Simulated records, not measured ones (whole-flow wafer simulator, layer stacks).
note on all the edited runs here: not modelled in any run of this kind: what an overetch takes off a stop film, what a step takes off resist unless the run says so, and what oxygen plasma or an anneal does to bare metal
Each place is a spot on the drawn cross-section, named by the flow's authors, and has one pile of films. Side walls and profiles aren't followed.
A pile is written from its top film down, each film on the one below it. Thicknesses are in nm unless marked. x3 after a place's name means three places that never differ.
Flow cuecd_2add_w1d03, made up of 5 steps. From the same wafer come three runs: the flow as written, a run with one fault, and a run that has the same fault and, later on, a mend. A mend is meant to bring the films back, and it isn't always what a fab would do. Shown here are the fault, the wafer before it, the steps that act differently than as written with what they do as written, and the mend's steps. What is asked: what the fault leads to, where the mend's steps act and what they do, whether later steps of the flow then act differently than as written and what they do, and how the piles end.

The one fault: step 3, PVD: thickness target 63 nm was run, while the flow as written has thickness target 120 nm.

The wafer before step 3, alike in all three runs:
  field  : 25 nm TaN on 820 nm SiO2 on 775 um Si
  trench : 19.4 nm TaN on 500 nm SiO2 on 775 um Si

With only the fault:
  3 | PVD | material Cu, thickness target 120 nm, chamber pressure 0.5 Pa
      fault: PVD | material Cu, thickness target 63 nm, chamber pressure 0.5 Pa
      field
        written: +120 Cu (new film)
        fault: +63 Cu (new film)
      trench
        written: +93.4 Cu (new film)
        fault: +49.1 Cu (new film)
  None of the later steps of the flow differs from how it acts as written, at any place that is followed, by more than 2% or 0.5 nm, whichever is larger.
  By the end, the piles at field, trench depart from the flow's by more than 2% or 0.5 nm, whichever is larger.
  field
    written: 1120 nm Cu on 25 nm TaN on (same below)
    fault: 1063 nm Cu on 25 nm TaN on (same below)
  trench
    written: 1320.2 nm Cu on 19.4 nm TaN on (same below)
    fault: 1260 nm Cu on 19.4 nm TaN on (same below)

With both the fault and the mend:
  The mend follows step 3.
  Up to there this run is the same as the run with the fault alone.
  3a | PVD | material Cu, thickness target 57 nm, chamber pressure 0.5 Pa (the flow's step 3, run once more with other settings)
      field
        +57 Cu
      trench
        +43.2 Cu
  None of the later steps of the flow differs from how it acts as written, at any place that is followed, by more than 2% or 0.5 nm, whichever is larger.
  At the end the piles are close to the flow's at the places that both follow, differing by at most 2% or 0.5 nm, whichever is larger.
